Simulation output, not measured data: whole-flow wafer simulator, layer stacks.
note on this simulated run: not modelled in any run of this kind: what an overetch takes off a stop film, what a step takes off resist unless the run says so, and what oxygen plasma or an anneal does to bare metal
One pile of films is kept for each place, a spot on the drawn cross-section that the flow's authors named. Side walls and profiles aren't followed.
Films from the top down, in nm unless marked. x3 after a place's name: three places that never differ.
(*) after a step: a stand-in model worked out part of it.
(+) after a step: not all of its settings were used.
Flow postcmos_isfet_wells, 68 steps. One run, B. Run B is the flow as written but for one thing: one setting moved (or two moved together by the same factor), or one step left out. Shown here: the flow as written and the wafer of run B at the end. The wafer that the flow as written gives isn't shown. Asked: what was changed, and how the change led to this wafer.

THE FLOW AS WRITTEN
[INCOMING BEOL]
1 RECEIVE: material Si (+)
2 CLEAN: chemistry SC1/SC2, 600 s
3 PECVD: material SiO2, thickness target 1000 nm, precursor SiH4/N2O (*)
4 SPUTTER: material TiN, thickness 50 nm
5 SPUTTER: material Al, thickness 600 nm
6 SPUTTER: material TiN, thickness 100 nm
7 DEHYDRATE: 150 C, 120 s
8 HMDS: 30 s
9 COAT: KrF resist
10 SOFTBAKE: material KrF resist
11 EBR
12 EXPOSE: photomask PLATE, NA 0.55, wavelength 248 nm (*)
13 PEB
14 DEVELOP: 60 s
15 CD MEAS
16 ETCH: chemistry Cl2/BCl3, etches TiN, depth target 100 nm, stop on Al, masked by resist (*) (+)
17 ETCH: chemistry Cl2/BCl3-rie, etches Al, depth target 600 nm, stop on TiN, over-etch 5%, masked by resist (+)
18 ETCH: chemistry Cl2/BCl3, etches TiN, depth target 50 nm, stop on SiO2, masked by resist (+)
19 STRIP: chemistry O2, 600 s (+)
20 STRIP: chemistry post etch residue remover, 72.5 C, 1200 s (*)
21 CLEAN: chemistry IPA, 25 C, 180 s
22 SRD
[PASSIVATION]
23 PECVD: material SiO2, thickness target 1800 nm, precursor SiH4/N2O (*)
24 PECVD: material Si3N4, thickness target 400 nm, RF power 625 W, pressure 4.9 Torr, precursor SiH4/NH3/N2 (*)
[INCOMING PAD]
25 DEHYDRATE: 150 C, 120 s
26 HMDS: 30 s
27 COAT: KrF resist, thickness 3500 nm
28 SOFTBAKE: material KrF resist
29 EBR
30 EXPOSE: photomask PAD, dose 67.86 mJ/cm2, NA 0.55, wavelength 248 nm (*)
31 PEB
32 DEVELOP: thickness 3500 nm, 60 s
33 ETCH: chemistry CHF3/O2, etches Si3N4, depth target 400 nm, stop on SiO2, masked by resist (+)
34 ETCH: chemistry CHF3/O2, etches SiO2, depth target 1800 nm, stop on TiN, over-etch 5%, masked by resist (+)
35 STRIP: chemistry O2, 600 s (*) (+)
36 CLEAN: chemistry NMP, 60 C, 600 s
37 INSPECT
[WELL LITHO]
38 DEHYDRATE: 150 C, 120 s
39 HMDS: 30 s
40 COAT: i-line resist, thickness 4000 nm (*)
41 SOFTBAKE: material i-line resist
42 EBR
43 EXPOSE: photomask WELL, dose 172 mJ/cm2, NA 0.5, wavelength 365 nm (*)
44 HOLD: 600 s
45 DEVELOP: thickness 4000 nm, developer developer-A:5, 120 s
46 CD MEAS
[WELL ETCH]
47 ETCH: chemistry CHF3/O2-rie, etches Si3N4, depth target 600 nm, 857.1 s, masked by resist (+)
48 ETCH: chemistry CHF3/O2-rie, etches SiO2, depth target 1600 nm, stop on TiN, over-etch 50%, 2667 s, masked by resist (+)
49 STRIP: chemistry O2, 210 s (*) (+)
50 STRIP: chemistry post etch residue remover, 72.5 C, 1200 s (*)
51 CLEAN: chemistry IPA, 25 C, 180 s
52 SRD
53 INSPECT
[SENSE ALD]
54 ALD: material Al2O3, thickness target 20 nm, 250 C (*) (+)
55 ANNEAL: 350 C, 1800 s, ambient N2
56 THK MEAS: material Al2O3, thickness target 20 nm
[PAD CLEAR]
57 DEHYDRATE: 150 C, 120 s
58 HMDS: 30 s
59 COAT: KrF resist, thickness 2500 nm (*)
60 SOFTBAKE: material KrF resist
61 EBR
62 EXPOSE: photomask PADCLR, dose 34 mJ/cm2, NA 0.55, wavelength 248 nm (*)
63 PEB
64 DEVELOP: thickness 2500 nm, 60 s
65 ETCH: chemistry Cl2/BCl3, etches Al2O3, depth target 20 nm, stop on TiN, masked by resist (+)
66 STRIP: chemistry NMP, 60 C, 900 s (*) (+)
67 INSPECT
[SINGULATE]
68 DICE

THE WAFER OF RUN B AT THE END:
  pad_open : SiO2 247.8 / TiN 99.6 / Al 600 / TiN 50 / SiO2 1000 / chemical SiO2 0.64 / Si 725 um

The cause: step 33, ETCH: depth target 164 nm was run, where the flow has depth target 400 nm.

How the change led to this, step by step:
  33 ETCH: chemistry CHF3/O2, etches Si3N4, depth target 400 nm, stop on SiO2, masked by resist (+)
      pad_open: Si3N4 -164 (as written it would be: Si3N4 -400 (all of it))
      field, margin, well900, well1300 x3, pad_rim, pad_clr: KrF resist -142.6 (as written it would be: KrF resist -347.8)
  34 ETCH: chemistry CHF3/O2, etches SiO2, depth target 1800 nm, stop on TiN, over-etch 5%, masked by resist (+)
      pad_open: Si3N4 -236 (all of it), SiO2 -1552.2 (as written it would be: SiO2 -1800 (all of it))
  35 STRIP: chemistry O2, 600 s (*) (+)
      field, margin, well900, well1300 x3, pad_rim, pad_clr: KrF resist -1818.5 (all of it) (as written it would be: KrF resist -1613.3 (all of it))
  40 COAT: i-line resist, thickness 4000 nm (*)
      pad_clr: i-line resist +3334.4 (new film) (as written it would be: i-line resist +3256.8 (new film))
  41 SOFTBAKE: material i-line resist
      pad_clr: i-line resist -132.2 (as written it would be: i-line resist -156.7)
      pad_open: i-line resist +104.2 (as written it would be: i-line resist +115.3)
  49 STRIP: chemistry O2, 210 s (*) (+)
      pad_clr: i-line resist -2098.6 (all of it) (as written it would be: i-line resist -1996.5 (all of it))
      pad_open: i-line resist -3716.3 (all of it) (as written it would be: i-line resist -3816.3 (all of it))
  59 COAT: KrF resist, thickness 2500 nm (*)
      pad_rim: KrF resist +2032.8 (new film) (as written it would be: KrF resist +1976.4 (new film))
      pad_clr: KrF resist +1775 (new film) (as written it would be: KrF resist +1691.6 (new film))
      (and at 1 more place)
  63 PEB
      pad_clr: KrF resist -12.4 (as written it would be: KrF resist -11.8)
  64 DEVELOP: thickness 2500 nm, 60 s
      pad_clr: KrF resist -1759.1 (all of it) (as written it would be: KrF resist -1676 (all of it))
      pad_open: KrF resist -2983.1 (all of it) (as written it would be: KrF resist -3045.1 (all of it))
  66 STRIP: chemistry NMP, 60 C, 900 s (*) (+)
      pad_rim: KrF resist -1979.6 (all of it) (as written it would be: KrF resist -1923.7 (all of it))
